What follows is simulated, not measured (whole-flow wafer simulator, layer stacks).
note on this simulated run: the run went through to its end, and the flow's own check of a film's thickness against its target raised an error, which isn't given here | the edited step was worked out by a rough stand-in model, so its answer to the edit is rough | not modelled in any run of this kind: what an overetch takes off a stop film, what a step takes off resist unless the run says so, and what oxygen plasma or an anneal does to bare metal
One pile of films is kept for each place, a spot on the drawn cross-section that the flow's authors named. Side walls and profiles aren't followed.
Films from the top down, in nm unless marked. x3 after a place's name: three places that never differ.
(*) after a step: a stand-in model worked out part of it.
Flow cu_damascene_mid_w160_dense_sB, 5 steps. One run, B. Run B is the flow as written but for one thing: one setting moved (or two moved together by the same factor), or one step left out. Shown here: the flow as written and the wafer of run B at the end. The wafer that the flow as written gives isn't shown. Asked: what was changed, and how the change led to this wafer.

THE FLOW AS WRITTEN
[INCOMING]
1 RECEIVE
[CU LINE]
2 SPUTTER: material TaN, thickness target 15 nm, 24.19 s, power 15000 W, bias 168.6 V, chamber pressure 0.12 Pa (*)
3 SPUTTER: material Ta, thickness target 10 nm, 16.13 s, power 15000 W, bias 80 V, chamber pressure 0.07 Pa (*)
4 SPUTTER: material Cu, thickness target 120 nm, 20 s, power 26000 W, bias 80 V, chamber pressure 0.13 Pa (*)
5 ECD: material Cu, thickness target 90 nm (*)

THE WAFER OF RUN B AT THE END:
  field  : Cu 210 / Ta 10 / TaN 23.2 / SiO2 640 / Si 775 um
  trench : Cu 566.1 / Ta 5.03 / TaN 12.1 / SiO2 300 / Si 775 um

The cause: step 2, SPUTTER: thickness target 23.2 nm was run, where the flow has thickness target 15 nm; step 2, SPUTTER: 37.49 s was run, where the flow has 24.19 s.
It can be read off the wafer: field has TaN 23.2, and step 2 as written asks for 15 nm.

How the change led to this, step by step:
  2 SPUTTER: material TaN, thickness target 15 nm, 24.19 s, power 15000 W, bias 168.6 V, chamber pressure 0.12 Pa (*)
      field: TaN +23.2 (new film) (as written it would be: TaN +15 (new film))
      trench: TaN +12.1 (new film) (as written it would be: TaN +7.82 (new film))
